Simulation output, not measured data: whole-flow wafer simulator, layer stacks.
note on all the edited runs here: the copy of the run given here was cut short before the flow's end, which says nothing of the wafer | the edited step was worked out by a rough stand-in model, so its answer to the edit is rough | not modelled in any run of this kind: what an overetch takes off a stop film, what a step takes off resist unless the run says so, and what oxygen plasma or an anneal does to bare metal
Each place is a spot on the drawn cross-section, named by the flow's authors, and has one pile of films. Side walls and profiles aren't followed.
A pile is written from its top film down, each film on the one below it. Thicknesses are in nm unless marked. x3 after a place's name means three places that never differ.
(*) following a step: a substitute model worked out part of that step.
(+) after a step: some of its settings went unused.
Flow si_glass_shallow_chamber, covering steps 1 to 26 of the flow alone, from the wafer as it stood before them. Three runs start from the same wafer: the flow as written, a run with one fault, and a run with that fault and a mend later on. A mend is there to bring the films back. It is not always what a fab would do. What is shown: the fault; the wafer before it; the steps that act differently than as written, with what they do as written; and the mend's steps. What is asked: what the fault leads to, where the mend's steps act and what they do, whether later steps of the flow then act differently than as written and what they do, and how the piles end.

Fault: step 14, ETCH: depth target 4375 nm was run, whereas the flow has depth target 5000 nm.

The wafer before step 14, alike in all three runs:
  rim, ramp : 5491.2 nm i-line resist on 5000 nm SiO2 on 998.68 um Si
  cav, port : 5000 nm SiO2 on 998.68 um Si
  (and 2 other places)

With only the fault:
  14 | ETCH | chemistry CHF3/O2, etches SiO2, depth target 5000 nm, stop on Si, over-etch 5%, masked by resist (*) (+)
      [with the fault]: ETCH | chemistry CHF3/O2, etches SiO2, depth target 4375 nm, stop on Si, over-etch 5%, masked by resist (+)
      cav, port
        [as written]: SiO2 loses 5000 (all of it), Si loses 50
        [with the fault]: SiO2 loses 4593.8
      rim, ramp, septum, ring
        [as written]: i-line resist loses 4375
        [with the fault]: i-line resist loses 3828.1
  Later steps of the flow acting differently than as written (1 more step, not shown, differs only slightly: by at most 2% or 0.5 nm, whichever is larger):
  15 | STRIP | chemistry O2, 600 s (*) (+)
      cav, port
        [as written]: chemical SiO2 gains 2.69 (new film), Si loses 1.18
        [with the fault]: nothing
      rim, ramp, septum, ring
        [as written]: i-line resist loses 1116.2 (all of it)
        [with the fault]: i-line resist loses 1663 (all of it)
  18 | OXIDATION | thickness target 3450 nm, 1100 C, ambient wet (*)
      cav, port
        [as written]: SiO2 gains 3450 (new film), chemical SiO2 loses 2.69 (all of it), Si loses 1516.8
        [with the fault]: SiO2 gains 3077.4, Si loses 1354
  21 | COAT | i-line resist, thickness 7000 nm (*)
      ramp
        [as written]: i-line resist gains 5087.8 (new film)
        [with the fault]: i-line resist gains 5205.8 (new film)
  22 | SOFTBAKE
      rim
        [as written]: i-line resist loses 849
        [with the fault]: i-line resist loses 805.3
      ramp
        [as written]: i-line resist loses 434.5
        [with the fault]: i-line resist loses 404.7
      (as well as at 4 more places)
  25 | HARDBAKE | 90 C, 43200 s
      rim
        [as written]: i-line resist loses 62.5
        [with the fault]: i-line resist loses 67
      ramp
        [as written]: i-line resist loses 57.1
        [with the fault]: i-line resist loses 62.1
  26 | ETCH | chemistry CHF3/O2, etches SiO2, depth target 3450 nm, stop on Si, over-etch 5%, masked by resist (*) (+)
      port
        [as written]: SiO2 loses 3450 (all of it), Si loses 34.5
        [with the fault]: SiO2 loses 3483.6 (all of it), Si loses 27.8
  By the end, the piles at rim, ramp depart from the flow's by more than 2% or 0.5 nm, whichever is larger.
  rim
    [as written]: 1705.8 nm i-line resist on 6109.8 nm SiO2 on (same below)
    [with the fault]: 1830.3 nm i-line resist on 6109.8 nm SiO2 on (same below)
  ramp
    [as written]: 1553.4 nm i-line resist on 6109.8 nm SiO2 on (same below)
    [with the fault]: 1696.2 nm i-line resist on 6109.8 nm SiO2 on (same below)

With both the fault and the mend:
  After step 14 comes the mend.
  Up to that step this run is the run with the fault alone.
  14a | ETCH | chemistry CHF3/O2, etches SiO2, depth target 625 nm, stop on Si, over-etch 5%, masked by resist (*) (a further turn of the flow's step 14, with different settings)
      rim, ramp, septum, ring
        i-line resist loses 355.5
      cav, port
        SiO2 loses 406.2 (all of it), Si loses 50
  Later steps of the flow acting differently than as written:
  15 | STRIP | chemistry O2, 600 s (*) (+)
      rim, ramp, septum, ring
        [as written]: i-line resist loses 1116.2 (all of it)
        [with the mend]: i-line resist loses 1307.6 (all of it)
  By the end, the piles equal the flow's at every place that both follow.
